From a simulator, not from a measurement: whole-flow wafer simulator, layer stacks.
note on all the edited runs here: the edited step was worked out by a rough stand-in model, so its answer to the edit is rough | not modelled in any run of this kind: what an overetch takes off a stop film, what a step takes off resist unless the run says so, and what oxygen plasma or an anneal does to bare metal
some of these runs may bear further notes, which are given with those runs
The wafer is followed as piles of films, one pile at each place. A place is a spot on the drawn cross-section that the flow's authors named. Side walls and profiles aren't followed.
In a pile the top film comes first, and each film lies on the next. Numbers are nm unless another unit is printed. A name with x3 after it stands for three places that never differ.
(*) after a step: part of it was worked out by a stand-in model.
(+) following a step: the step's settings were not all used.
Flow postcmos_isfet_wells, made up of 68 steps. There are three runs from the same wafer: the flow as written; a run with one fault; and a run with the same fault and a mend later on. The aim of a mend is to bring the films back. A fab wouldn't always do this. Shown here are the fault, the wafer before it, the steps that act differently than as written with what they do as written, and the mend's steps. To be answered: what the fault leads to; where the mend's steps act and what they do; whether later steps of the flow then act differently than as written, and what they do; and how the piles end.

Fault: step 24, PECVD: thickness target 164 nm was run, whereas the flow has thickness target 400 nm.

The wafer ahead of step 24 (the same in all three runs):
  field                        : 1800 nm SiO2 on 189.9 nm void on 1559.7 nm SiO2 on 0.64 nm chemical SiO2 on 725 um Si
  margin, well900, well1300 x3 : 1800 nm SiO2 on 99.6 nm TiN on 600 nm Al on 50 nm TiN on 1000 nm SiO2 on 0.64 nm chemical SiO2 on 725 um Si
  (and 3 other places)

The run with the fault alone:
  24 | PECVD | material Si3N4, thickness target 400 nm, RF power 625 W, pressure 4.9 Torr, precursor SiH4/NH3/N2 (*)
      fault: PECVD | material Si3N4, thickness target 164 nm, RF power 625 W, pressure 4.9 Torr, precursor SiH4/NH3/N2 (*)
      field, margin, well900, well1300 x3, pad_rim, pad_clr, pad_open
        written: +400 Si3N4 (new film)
        fault: +164 Si3N4 (new film)
  Steps later in the flow that act otherwise than as written (1 other step is not shown; it differs only slightly, by no more than 2% or 0.5 nm, whichever is larger):
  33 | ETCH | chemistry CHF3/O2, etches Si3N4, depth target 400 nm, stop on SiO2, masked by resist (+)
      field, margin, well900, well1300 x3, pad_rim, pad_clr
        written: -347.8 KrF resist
        fault: -213.9 KrF resist
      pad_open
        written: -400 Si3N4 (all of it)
        fault: -164 Si3N4 (all of it)
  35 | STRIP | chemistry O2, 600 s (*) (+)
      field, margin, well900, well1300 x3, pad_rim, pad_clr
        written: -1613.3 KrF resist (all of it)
        fault: -1747.2 KrF resist (all of it)
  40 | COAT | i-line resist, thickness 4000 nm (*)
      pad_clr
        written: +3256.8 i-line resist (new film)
        fault: +3330.7 i-line resist (new film)
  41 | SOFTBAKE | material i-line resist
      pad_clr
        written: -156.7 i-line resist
        fault: -133.3 i-line resist
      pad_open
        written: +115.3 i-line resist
        fault: +104.8 i-line resist
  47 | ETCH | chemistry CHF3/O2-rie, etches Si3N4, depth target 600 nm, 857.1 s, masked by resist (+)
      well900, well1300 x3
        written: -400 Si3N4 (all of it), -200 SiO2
        fault: -164 Si3N4 (all of it), -436 SiO2
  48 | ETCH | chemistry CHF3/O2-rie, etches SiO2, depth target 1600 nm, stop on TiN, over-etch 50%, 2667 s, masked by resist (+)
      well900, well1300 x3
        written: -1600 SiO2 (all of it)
        fault: -1364 SiO2 (all of it)
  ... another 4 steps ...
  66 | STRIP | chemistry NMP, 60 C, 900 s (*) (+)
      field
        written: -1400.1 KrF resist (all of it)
        fault: -1512.1 KrF resist (all of it)
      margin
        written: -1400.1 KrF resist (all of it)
        fault: -1512 KrF resist (all of it)
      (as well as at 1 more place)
  By the end, the piles at field, margin, pad_rim, pad_clr depart from the flow's by more than 2% or 0.5 nm, whichever is larger.
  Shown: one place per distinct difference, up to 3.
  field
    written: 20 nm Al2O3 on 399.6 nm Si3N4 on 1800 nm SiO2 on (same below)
    fault: 20 nm Al2O3 on 163.6 nm Si3N4 on 1800 nm SiO2 on (same below)
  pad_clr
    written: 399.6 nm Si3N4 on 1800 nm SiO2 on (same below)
    fault: 163.6 nm Si3N4 on 1800 nm SiO2 on (same below)

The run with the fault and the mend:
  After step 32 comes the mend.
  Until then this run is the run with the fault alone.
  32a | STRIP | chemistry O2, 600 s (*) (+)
      field, margin, well900, well1300 x3, pad_rim, pad_clr
        -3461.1 KrF resist (all of it)
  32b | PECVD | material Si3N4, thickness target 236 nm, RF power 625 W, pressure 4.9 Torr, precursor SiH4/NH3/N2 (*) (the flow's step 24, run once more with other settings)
      field, margin, well900, well1300 x3, pad_rim, pad_clr, pad_open
        +236 Si3N4
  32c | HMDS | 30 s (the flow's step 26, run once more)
      does not change any film at any place that is followed
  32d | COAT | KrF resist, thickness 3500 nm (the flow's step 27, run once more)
      field, margin, well900, well1300 x3, pad_rim, pad_clr, pad_open
        +3500 KrF resist (new film)
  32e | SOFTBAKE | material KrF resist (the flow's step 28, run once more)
      does not change any film at any place that is followed
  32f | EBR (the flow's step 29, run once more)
      does not change any film at any place that is followed
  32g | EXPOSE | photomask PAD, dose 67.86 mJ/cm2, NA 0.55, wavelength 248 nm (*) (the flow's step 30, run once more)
      does not change any film at any place that is followed
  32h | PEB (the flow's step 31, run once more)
      field, margin, well900, well1300 x3, pad_rim, pad_clr, pad_open
        -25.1 KrF resist
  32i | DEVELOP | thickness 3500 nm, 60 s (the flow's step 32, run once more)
      field, margin, well900, well1300 x3, pad_rim, pad_clr
        -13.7 KrF resist
      pad_open
        -3474.9 KrF resist (all of it)
  Every later step of the flow that is run acts as written at every place that is followed.
  By the end, the piles equal the flow's at every place that both follow.
